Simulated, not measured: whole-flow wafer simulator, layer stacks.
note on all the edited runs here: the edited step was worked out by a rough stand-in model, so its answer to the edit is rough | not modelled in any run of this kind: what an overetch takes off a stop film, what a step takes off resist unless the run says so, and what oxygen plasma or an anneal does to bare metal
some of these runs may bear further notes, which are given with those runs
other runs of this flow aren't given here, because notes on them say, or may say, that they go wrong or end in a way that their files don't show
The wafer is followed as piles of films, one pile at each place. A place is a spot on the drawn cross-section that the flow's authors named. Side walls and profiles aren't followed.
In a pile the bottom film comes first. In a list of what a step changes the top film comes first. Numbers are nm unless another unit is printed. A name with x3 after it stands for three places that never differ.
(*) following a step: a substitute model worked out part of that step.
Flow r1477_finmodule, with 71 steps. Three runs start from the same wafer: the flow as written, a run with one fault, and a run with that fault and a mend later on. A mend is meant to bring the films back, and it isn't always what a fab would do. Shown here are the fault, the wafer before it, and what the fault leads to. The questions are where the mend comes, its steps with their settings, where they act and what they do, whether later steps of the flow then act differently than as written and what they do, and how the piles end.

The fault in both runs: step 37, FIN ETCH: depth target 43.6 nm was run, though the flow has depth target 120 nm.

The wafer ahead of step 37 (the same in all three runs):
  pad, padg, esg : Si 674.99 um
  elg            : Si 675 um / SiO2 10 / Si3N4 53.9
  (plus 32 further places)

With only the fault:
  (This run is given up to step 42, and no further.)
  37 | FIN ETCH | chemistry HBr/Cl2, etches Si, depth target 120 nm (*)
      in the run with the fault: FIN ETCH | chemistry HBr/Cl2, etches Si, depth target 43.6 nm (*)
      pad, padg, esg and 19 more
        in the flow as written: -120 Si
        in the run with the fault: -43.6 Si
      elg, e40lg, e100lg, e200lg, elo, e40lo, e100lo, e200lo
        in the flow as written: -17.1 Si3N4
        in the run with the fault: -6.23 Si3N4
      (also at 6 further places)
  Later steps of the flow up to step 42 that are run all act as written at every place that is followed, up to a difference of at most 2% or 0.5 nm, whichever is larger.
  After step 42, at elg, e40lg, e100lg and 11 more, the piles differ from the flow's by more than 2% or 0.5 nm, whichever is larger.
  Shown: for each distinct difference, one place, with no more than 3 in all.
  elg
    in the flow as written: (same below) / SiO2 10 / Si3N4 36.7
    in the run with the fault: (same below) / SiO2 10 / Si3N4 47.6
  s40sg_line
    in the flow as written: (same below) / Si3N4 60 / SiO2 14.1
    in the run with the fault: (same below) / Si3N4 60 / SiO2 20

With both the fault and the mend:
  After step 38 comes the mend.
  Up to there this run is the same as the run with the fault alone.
  38a | FIN ETCH | chemistry HBr/Cl2, etches Si, depth target 76.4 nm (*) (a further turn of the flow's step 37, with different settings)
      pad, padg, esg and 19 more
        -76.4 Si
      elg, e40lg, e100lg, e200lg, elo, e40lo, e100lo, e200lo
        -10.9 Si3N4
      s40sg_line, s45sg_line, s50sg_line, s40so_line, s45so_line, s50so_line
        -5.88 SiO2
  Later steps of the flow that are run all act as written at every place that is followed.
  At every place that both follow, the piles at the end match the flow's.
